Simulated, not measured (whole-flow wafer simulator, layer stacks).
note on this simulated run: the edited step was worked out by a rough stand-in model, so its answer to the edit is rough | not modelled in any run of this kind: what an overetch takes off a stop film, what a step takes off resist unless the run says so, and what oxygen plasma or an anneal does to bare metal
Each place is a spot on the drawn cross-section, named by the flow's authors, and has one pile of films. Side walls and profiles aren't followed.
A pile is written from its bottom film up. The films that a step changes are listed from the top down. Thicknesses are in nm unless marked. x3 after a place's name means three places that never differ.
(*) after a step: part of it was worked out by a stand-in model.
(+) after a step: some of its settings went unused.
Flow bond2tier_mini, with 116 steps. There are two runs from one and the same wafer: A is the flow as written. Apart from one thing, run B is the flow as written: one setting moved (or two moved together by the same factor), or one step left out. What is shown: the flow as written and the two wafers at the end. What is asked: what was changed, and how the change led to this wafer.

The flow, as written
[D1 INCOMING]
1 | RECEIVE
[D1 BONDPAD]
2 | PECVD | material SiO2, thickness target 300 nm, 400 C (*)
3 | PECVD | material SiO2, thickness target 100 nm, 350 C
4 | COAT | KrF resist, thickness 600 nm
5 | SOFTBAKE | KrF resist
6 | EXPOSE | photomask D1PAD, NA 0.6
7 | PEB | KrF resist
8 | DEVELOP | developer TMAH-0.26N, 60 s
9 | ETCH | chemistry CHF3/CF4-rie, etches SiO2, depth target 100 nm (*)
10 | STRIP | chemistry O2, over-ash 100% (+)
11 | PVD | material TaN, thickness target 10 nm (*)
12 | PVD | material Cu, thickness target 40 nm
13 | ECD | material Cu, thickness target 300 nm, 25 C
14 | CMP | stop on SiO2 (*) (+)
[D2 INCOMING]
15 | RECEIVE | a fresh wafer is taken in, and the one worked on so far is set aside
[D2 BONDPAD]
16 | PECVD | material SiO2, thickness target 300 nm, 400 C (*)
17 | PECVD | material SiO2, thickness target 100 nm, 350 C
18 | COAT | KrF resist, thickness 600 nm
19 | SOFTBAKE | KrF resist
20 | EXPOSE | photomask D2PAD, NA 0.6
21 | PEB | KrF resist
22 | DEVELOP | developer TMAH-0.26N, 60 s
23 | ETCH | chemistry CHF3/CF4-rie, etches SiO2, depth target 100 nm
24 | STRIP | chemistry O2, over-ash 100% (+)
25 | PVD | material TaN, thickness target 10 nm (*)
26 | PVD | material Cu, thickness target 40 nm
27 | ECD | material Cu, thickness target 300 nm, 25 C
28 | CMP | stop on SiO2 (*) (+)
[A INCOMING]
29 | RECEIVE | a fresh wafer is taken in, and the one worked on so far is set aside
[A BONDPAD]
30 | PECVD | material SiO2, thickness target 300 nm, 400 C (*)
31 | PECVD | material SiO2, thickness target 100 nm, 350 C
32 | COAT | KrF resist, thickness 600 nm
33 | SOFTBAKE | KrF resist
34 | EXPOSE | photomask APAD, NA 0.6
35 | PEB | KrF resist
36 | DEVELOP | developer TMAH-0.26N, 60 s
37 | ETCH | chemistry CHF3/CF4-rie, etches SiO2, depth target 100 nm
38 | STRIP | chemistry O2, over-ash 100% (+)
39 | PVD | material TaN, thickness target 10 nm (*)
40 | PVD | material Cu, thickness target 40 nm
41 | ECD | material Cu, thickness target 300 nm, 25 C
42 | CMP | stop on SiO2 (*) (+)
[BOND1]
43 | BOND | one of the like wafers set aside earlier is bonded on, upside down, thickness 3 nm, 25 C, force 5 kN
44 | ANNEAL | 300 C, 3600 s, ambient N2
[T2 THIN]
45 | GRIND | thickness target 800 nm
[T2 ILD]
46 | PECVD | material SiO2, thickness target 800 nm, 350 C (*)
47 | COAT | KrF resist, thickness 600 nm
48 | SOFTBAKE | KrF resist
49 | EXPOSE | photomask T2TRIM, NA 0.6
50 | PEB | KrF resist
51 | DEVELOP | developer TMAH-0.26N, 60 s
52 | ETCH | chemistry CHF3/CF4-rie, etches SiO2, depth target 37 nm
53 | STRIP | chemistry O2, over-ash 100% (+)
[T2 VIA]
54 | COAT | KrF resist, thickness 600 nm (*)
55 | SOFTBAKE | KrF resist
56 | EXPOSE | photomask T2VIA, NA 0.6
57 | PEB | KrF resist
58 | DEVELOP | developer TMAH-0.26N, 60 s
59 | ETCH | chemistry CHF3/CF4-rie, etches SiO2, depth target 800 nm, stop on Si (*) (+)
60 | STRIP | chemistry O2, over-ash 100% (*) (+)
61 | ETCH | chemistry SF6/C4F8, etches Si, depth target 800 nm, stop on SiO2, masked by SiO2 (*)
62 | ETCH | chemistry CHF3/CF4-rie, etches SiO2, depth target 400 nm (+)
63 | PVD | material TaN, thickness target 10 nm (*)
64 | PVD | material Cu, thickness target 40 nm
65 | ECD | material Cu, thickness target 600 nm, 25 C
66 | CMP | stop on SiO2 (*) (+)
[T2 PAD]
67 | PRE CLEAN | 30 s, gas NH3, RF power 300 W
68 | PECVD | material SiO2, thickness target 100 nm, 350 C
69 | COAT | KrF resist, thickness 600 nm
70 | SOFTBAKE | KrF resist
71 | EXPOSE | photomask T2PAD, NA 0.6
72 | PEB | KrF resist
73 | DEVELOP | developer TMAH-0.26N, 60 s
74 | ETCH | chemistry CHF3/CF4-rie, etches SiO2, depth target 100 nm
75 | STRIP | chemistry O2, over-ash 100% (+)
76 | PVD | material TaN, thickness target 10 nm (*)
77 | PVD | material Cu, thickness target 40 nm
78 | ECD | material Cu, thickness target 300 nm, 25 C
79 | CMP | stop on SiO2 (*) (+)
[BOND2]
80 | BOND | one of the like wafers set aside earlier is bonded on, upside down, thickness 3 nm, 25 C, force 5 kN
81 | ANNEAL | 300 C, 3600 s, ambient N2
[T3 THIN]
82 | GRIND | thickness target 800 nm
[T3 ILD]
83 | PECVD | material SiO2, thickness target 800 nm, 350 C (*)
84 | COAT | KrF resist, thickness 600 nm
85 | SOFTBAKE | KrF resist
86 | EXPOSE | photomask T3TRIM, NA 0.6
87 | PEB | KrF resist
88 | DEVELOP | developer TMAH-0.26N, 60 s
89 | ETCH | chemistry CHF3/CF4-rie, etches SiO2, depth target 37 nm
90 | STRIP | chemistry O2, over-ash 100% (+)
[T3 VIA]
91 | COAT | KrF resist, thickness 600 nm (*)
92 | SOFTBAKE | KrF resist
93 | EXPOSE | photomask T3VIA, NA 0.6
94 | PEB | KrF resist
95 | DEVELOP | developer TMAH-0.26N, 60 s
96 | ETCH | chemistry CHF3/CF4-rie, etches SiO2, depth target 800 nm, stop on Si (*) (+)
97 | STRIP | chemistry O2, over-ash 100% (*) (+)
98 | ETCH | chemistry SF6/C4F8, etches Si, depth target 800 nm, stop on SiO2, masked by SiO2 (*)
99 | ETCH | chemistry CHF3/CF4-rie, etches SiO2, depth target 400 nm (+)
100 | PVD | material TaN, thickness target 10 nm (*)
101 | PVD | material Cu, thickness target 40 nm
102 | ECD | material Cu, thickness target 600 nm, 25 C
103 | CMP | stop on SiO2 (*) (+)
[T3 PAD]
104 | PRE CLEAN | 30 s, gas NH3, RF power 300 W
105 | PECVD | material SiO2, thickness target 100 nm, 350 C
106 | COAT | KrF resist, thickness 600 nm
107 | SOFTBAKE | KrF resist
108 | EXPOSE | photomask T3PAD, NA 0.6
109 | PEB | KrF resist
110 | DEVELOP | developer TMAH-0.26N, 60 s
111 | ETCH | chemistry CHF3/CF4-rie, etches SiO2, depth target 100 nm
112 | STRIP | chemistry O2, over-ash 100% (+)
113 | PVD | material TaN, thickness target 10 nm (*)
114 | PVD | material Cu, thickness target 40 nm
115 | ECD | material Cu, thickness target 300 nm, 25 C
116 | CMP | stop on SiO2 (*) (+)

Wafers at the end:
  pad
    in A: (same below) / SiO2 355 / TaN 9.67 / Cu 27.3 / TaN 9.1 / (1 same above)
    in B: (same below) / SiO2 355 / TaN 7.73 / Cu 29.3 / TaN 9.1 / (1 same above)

The reason: step 100, PVD: thickness target 8 nm was run, while the flow as written has thickness target 10 nm.

The path from the change to this, step by step:
  100 | PVD | material TaN, thickness target 10 nm (*)
      field: A TaN gains 10 (new film) | B TaN gains 8 (new film)
      pad: A TaN gains 9.67 (new film) | B TaN gains 7.73 (new film)
  103 | CMP | stop on SiO2 (*) (+)
      field: A Cu loses 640 (all of it), TaN loses 10 (all of it) | B Cu loses 640 (all of it), TaN loses 8 (all of it)
